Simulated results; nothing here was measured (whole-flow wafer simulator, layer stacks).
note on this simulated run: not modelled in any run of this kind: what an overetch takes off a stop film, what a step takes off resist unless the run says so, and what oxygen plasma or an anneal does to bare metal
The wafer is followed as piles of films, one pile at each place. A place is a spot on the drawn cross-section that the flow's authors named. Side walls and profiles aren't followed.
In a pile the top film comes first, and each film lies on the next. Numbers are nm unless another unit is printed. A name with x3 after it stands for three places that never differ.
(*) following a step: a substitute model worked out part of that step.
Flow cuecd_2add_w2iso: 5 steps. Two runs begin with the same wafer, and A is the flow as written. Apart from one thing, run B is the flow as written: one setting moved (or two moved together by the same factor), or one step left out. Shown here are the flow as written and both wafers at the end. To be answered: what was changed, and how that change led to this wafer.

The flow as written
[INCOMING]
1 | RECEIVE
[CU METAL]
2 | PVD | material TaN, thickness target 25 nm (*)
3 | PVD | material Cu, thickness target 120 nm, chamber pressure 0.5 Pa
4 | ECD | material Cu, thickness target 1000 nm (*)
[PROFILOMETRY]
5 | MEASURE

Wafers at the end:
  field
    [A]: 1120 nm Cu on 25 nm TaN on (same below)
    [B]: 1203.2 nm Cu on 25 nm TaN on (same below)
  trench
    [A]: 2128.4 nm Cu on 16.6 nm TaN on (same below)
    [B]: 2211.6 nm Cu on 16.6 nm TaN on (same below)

What caused this: step 3, PVD: thickness target 203.2 nm was run, though the flow has thickness target 120 nm.

How this came from the change, step by step:
  3 | PVD | material Cu, thickness target 120 nm, chamber pressure 0.5 Pa
      field: A +120 Cu (new film) | B +203.2 Cu (new film)
      trench: A +80.8 Cu (new film) | B +136.2 Cu (new film)
